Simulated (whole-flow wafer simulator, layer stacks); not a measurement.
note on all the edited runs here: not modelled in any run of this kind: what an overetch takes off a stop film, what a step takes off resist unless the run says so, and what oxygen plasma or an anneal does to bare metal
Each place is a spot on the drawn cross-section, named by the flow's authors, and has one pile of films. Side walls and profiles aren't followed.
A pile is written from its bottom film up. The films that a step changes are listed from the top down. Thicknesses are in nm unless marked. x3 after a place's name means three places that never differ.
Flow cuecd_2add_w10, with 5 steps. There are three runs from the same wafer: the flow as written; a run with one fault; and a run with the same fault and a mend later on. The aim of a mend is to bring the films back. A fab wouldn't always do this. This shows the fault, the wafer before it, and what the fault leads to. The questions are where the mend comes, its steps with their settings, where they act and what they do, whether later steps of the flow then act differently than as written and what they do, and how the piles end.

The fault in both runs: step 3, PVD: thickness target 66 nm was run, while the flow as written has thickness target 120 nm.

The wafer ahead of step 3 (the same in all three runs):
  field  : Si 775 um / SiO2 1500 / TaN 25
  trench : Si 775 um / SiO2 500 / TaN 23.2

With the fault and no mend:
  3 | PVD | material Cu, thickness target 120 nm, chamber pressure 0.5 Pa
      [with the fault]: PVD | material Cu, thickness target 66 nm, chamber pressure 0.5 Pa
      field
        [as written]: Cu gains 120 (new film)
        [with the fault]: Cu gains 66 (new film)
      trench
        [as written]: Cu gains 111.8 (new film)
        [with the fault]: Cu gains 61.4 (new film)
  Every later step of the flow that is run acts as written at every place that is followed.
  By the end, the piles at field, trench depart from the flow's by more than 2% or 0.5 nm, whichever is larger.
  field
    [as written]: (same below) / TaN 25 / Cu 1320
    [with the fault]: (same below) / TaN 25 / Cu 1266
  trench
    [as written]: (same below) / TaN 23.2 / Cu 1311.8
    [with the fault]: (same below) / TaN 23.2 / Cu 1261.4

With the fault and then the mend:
  The mend follows step 3.
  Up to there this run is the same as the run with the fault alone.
  3a | PVD | material Cu, thickness target 54 nm, chamber pressure 0.5 Pa (a further turn of the flow's step 3, with different settings)
      field
        Cu gains 54
      trench
        Cu gains 50.2
  Every later step of the flow that is run acts as written at every place that is followed.
  When the end is reached, the piles differ only a little from the flow's at the places that both follow, at most by 2% or 0.5 nm, whichever is larger.
